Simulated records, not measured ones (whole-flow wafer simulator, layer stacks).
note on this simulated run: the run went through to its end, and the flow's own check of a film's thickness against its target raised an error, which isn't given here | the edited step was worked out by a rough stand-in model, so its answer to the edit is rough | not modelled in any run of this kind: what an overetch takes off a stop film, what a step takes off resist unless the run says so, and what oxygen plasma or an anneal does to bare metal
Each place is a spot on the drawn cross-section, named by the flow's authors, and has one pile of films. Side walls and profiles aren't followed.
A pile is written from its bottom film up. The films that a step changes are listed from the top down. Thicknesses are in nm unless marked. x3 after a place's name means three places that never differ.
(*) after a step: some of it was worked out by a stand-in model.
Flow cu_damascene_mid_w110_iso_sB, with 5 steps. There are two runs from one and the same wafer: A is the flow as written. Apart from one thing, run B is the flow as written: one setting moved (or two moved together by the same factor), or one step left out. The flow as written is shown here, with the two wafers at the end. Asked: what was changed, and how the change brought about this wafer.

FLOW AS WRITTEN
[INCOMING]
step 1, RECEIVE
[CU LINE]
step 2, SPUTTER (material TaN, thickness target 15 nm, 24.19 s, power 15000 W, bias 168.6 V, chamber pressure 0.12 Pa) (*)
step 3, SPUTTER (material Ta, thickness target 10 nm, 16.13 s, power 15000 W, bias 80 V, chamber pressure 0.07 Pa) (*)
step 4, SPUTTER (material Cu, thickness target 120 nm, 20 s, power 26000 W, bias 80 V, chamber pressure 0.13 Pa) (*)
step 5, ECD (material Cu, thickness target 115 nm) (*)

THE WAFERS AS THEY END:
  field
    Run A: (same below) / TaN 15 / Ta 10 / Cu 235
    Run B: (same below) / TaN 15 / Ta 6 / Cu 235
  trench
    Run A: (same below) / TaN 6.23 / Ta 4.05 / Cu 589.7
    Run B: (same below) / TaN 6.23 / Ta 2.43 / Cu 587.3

What caused this: step 3, SPUTTER: thickness target 6 nm was run, though the flow has thickness target 10 nm; step 3, SPUTTER: 9.68 s was run, where the flow has 16.13 s.
The wafer lets one read it off: field has Ta 6, and step 3 as written asks for 10 nm.

The path from the change to this, step by step:
  step 3, SPUTTER (material Ta, thickness target 10 nm, 16.13 s, power 15000 W, bias 80 V, chamber pressure 0.07 Pa) (*)
      field: A +10 Ta (new film) | B +6 Ta (new film)
      trench: A +4.05 Ta (new film) | B +2.43 Ta (new film)
